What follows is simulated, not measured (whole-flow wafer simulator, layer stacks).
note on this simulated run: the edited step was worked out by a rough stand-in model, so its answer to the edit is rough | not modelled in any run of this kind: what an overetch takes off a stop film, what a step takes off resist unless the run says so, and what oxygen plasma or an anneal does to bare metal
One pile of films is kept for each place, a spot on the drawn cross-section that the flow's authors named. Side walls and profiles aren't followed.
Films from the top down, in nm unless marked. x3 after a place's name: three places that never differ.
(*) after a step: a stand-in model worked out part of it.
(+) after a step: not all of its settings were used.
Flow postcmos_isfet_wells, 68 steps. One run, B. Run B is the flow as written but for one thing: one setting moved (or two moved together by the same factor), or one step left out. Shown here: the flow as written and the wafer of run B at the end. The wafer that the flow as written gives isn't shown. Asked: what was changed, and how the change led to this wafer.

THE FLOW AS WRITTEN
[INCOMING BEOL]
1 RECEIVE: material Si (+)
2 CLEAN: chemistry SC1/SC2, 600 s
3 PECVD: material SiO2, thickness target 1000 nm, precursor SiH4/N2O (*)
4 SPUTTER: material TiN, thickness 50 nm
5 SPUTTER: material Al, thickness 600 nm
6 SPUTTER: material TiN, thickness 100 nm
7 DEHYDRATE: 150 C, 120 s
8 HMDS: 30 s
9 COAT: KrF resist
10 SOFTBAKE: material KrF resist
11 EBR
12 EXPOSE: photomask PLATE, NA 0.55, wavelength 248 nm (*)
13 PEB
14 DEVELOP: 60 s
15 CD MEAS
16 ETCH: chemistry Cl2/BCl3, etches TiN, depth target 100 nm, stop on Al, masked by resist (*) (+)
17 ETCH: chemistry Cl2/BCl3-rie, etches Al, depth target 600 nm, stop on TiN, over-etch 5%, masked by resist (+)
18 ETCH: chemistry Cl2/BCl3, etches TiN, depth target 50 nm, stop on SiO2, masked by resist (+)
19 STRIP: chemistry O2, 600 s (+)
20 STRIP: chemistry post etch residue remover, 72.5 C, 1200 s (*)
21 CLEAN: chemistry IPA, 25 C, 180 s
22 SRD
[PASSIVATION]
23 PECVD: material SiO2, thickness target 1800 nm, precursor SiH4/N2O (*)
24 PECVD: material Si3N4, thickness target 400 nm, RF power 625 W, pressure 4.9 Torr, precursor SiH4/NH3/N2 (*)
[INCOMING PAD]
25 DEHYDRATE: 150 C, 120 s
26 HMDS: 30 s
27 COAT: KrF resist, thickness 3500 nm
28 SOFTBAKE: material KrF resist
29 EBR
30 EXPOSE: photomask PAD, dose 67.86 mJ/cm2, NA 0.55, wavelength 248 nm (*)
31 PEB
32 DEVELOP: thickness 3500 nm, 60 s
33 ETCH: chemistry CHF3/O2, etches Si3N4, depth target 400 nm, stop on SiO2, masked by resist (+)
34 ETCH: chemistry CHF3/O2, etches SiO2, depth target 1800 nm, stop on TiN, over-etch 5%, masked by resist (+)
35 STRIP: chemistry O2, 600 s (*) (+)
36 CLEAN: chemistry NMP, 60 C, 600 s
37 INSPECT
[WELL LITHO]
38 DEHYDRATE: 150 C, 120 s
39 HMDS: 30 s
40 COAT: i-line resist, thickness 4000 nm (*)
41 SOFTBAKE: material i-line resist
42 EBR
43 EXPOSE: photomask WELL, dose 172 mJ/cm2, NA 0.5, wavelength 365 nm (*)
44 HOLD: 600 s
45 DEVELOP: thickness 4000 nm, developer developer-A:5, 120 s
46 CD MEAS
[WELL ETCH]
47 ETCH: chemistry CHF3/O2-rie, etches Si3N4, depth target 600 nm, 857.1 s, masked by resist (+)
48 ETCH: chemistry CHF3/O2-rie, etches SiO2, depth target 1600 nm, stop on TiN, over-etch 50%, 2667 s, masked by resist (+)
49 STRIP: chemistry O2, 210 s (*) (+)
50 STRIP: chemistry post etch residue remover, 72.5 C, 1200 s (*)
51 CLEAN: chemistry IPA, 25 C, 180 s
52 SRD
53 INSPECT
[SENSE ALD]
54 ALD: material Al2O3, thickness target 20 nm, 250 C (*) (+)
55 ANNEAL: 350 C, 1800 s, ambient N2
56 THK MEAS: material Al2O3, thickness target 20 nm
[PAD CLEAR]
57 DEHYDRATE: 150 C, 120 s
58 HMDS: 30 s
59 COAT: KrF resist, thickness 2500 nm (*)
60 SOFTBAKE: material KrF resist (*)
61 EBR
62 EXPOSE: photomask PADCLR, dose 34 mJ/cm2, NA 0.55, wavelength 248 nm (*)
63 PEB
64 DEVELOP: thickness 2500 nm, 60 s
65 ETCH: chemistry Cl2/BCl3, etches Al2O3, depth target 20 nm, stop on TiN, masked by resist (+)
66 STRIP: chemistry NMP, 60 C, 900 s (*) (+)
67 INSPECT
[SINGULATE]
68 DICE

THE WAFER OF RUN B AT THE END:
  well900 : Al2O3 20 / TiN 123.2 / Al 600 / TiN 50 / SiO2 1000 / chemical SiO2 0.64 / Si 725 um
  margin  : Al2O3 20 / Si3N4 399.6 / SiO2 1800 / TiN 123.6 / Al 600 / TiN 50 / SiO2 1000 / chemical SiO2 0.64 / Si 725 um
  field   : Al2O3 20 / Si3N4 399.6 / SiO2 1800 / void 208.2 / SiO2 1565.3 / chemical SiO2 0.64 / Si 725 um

The cause: step 6, SPUTTER: thickness 124 nm was run, where the flow has thickness 100 nm; step 16, ETCH: depth target 124 nm was run, where the flow has depth target 100 nm.

How the change led to this, step by step:
  6 SPUTTER: material TiN, thickness 100 nm
      field, margin, well900 and 6 more: TiN +124 (new film) (as written it would be: TiN +100 (new film))
  16 ETCH: chemistry Cl2/BCl3, etches TiN, depth target 100 nm, stop on Al, masked by resist (*) (+)
      margin, well900, well1300, well2000, well3000, pad_rim, pad_clr, pad_open: KrF resist -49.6 (as written it would be: KrF resist -40)
      field: TiN -124 (all of it) (as written it would be: TiN -100 (all of it))
  23 PECVD: material SiO2, thickness target 1800 nm, precursor SiH4/N2O (*)
      field: SiO2 +1800 (new film), void +208.2 (new film), SiO2 +565.3 (as written it would be: SiO2 +1800 (new film), void +189.9 (new film), SiO2 +559.7)
